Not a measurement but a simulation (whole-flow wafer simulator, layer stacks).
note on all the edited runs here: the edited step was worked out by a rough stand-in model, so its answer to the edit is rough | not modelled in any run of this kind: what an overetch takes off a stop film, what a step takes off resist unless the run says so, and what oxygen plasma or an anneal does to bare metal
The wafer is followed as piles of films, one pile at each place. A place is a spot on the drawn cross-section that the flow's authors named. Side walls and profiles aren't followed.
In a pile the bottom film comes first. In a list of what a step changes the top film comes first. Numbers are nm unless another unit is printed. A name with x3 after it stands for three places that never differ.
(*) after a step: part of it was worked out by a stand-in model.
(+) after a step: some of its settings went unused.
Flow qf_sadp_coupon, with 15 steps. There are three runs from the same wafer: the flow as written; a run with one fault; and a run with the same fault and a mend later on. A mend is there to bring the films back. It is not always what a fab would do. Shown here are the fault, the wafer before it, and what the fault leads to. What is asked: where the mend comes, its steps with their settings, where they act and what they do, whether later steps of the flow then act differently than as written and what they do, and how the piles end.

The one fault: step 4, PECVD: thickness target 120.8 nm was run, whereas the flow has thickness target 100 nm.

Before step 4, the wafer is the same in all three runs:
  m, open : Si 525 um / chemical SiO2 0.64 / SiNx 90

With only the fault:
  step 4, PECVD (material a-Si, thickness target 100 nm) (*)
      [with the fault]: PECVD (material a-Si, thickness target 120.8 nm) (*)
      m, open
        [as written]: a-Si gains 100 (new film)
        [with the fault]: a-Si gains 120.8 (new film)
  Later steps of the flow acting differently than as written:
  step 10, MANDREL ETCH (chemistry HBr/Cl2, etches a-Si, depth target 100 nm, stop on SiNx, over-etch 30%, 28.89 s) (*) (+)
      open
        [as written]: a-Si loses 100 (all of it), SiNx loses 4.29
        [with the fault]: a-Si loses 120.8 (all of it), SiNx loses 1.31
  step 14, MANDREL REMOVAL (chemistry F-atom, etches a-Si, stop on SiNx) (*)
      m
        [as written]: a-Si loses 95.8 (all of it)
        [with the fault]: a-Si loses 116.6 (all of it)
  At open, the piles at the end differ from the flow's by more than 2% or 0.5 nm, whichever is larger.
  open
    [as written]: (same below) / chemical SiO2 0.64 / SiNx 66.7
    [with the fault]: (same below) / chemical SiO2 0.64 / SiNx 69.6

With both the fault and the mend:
  The mend follows step 4.
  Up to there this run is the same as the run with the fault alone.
  step 4a, ETCH (chemistry tmah, depth target 138.9 nm)
      m, open
        a-Si loses 120.8 (all of it)
  step 4b, PECVD (material a-Si, thickness target 100 nm) (*) (a further turn of the flow's step 4)
      m, open
        a-Si gains 100 (new film)
  None of the later steps of the flow acts differently than as written at any place that is followed.
  By the end, the piles equal the flow's at every place that both follow.
